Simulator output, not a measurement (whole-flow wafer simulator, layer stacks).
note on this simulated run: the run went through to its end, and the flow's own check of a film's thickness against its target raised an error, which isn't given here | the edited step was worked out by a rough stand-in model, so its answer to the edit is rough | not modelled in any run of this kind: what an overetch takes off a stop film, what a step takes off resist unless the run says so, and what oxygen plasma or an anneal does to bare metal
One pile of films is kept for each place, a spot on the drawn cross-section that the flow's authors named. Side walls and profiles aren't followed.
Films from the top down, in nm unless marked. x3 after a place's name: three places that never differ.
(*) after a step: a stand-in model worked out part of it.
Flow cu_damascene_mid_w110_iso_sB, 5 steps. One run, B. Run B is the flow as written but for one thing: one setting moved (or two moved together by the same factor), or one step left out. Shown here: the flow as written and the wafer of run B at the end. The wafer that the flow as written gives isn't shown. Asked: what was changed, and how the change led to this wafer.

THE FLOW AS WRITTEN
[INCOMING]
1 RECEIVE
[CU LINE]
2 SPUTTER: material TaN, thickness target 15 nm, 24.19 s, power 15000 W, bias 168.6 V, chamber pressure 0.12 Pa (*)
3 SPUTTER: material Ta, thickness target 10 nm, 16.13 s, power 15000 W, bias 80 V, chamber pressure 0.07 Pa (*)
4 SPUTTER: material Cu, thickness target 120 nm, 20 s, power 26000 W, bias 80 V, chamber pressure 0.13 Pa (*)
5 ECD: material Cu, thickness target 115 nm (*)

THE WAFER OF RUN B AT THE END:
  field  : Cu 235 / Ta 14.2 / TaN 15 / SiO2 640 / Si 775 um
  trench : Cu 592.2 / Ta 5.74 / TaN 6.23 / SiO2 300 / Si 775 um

The cause: step 3, SPUTTER: thickness target 14.2 nm was run, where the flow has thickness target 10 nm; step 3, SPUTTER: 22.99 s was run, where the flow has 16.13 s.
It can be read off the wafer: field has Ta 14.2, and step 3 as written asks for 10 nm.

How the change led to this, step by step:
  3 SPUTTER: material Ta, thickness target 10 nm, 16.13 s, power 15000 W, bias 80 V, chamber pressure 0.07 Pa (*)
      field: Ta +14.2 (new film) (as written it would be: Ta +10 (new film))
      trench: Ta +5.74 (new film) (as written it would be: Ta +4.05 (new film))
